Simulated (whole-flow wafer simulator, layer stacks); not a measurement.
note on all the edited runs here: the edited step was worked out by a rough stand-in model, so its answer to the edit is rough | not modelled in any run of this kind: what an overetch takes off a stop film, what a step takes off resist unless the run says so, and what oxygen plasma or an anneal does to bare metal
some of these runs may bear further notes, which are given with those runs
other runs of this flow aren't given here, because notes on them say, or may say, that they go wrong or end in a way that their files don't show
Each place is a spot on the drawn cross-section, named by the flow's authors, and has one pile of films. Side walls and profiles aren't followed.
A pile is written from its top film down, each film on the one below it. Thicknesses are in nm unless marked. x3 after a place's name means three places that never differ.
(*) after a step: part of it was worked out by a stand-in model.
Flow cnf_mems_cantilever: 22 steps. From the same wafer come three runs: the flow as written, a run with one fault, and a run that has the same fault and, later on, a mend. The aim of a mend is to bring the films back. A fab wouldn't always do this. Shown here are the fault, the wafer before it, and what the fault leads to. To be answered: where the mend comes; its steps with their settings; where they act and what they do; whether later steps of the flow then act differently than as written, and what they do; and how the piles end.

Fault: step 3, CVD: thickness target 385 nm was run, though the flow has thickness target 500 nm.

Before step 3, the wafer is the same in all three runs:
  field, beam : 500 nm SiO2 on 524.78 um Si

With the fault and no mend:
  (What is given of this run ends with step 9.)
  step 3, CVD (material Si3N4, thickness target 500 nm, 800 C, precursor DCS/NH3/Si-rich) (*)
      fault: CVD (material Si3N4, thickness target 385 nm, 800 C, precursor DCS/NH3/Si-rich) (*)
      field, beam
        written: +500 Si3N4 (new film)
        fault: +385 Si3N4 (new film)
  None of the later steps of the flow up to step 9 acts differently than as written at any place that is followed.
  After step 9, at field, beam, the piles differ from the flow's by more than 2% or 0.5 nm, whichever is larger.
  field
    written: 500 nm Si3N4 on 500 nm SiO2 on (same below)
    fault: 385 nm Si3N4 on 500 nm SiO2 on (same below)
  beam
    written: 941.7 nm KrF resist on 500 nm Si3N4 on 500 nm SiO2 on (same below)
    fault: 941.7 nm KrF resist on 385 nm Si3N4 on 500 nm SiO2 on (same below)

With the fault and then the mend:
  After step 3 comes the mend.
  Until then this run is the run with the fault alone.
  step 3a, ETCH (chemistry h3po4, depth target 442.8 nm)
      field, beam
        -385 Si3N4 (all of it)
  step 3b, CLEAN (chemistry SC1/SC2) (the flow's step 1, run once more)
      alters no film at any place that is followed
  step 3c, CVD (material Si3N4, thickness target 500 nm, 800 C, precursor DCS/NH3/Si-rich) (*) (the flow's step 3, run once more)
      field, beam
        +500 Si3N4 (new film)
  None of the later steps of the flow acts differently than as written at any place that is followed.
  The piles end the same as the flow's at every place that both follow.
